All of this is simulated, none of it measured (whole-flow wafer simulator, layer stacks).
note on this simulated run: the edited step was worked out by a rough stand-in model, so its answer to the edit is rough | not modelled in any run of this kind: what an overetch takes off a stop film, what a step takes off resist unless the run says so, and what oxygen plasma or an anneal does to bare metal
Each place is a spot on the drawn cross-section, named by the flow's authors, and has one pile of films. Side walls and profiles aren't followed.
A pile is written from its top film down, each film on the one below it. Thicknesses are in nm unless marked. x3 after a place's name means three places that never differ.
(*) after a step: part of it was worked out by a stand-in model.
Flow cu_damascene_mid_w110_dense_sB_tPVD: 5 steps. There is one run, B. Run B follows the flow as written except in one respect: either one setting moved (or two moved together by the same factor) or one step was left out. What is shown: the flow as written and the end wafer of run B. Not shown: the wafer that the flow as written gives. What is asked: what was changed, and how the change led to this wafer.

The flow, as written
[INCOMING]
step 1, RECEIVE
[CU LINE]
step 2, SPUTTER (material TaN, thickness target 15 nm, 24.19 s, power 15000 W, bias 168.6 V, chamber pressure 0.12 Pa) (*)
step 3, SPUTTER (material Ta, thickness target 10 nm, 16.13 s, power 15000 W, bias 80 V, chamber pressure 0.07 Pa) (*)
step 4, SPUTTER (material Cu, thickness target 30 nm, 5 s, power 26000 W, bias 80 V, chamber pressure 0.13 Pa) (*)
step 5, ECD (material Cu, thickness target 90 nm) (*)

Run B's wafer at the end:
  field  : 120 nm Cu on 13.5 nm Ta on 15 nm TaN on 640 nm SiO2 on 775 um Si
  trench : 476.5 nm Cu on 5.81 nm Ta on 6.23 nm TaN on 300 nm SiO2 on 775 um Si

The reason: step 3, SPUTTER: power 20290 W was run, whereas the flow has power 15000 W.

Step by step, how the change led to this:
  step 3, SPUTTER (material Ta, thickness target 10 nm, 16.13 s, power 15000 W, bias 80 V, chamber pressure 0.07 Pa) (*)
      field: Ta gains 13.5 (new film) (as written it would have been: Ta gains 10 (new film))
      trench: Ta gains 5.81 (new film) (as written it would have been: Ta gains 4.05 (new film))
